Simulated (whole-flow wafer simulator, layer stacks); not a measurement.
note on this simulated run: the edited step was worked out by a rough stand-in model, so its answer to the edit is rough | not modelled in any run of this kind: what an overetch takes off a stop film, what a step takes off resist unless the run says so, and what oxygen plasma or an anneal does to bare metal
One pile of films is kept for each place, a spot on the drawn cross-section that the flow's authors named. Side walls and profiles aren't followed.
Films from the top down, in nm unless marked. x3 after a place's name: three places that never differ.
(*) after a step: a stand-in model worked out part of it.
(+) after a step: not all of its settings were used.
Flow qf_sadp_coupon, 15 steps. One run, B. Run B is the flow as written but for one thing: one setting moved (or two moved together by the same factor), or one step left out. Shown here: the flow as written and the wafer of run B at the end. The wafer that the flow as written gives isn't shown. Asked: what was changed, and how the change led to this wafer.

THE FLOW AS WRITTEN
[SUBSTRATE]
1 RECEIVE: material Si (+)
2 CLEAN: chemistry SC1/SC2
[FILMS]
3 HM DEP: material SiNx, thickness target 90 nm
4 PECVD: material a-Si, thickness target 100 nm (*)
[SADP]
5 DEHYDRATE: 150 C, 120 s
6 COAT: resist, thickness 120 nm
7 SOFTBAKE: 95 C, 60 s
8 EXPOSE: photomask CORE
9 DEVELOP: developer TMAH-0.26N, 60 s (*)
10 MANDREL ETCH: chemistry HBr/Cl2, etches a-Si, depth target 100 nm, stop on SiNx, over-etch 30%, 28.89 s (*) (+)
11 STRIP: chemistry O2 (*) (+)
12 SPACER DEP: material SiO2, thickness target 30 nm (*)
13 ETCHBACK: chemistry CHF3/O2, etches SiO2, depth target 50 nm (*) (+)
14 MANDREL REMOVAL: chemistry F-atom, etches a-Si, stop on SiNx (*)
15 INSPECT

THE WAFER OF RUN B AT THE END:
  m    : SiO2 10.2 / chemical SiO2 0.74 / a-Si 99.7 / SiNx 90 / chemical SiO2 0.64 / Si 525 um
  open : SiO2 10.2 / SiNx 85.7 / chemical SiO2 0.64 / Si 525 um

The cause: step 13, ETCHBACK: depth target 19.8 nm was run, where the flow has depth target 50 nm.

How the change led to this, step by step:
  13 ETCHBACK: chemistry CHF3/O2, etches SiO2, depth target 50 nm (*) (+)
      m: SiO2 -19.8 (as written it would be: SiO2 -30 (all of it), chemical SiO2 -0.74 (all of it), a-Si -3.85)
      open: SiO2 -19.8 (as written it would be: SiO2 -30 (all of it), SiNx -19)
  14 MANDREL REMOVAL: chemistry F-atom, etches a-Si, stop on SiNx (*)
      m: nothing (as written it would be: a-Si -95.8 (all of it))
